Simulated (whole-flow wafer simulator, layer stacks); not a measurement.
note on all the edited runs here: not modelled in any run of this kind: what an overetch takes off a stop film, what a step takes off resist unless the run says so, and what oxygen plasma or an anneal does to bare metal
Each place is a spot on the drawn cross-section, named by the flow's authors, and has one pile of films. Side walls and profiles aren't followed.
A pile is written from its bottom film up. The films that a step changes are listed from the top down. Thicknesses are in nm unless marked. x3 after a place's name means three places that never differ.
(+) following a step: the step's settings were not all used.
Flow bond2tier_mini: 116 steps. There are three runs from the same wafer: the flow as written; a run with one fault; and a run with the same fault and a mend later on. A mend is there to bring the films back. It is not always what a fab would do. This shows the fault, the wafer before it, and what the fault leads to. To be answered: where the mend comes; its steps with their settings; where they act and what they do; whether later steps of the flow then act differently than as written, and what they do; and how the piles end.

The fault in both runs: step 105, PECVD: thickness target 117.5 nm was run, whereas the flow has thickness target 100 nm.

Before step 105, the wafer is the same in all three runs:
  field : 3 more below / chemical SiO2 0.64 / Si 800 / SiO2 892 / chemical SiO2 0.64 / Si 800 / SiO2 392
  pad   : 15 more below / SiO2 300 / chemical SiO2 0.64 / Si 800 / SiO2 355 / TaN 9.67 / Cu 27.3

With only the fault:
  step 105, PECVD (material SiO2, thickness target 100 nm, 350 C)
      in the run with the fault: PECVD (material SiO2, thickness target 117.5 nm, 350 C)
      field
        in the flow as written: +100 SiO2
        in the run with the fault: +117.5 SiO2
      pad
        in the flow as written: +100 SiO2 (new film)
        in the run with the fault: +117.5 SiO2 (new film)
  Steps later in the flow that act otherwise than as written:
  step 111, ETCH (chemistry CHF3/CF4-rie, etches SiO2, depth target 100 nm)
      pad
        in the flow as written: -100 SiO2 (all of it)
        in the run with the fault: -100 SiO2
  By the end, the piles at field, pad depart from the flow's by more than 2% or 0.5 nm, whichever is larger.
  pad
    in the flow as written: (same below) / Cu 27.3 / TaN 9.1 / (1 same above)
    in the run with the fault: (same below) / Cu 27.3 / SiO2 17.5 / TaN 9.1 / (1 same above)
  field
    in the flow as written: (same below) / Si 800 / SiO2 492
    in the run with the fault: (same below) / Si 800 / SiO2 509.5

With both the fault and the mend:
  After step 110 comes the mend.
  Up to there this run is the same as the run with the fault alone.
  step 110a, STRIP (chemistry O2, over-ash 100%) (+)
      field
        -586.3 KrF resist (all of it)
  step 110b, ETCH (chemistry CHF3/CF4-rie, etches SiO2, depth target 17.5 nm) (the flow's step 62, run once more with other settings)
      field, pad
        -17.5 SiO2
  step 110c, COAT (KrF resist, thickness 600 nm) (the flow's step 106, run once more)
      field, pad
        +600 KrF resist (new film)
  step 110d, SOFTBAKE (KrF resist) (the flow's step 107, run once more)
      leaves every film unchanged at each place that is followed
  step 110e, EXPOSE (photomask T3PAD, NA 0.6) (the flow's step 108, run once more)
      leaves every film unchanged at each place that is followed
  step 110f, PEB (KrF resist) (the flow's step 109, run once more)
      leaves every film unchanged at each place that is followed
  step 110g, DEVELOP (developer TMAH-0.26N, 60 s) (the flow's step 110, run once more)
      field
        -13.7 KrF resist
      pad
        -600 KrF resist (all of it)
  None of the later steps of the flow acts differently than as written at any place that is followed.
  The piles end the same as the flow's at every place that both follow.
